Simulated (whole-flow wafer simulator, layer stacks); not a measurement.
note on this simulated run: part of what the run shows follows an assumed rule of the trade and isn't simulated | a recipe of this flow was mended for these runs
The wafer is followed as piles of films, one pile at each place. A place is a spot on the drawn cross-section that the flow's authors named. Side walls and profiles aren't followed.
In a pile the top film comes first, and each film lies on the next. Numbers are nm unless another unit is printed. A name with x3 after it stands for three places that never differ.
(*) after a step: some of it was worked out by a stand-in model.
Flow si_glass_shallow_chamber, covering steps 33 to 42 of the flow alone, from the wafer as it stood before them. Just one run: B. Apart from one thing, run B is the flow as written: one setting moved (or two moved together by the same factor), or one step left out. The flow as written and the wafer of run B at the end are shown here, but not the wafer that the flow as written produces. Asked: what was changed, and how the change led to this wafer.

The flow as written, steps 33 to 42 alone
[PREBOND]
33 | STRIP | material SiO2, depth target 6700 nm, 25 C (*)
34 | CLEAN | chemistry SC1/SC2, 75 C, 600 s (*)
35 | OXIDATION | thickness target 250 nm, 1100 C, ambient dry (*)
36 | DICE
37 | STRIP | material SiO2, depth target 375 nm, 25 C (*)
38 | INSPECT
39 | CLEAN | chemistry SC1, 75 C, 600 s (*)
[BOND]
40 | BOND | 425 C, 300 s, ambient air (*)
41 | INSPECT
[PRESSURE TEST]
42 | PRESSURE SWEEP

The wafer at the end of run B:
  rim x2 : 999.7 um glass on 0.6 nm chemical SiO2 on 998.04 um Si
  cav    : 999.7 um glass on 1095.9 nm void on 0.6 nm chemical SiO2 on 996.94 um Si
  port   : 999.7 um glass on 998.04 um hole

Cause: step 35, OXIDATION: thickness target 304 nm was run, while the flow as written has thickness target 250 nm.

How this came from the change, step by step:
  35 | OXIDATION | thickness target 250 nm, 1100 C, ambient dry (*)
      rim x2, cav, septum, ring: SiO2 gains 304 (new film), chemical SiO2 loses 0.6 (all of it), Si loses 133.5 (in the flow as written it would be: SiO2 gains 250 (new film), chemical SiO2 loses 0.6 (all of it), Si loses 109.7)
  37 | STRIP | material SiO2, depth target 375 nm, 25 C (*)
      rim x2, cav, septum, ring: SiO2 loses 304 (all of it) (in the flow as written it would be: SiO2 loses 250 (all of it))
  40 | BOND | 425 C, 300 s, ambient air (*)
      port: glass gains 999.7 um (new film), hole gains 993.5 (in the flow as written it would be: glass gains 999.7 um (new film), hole gains 1017.3)
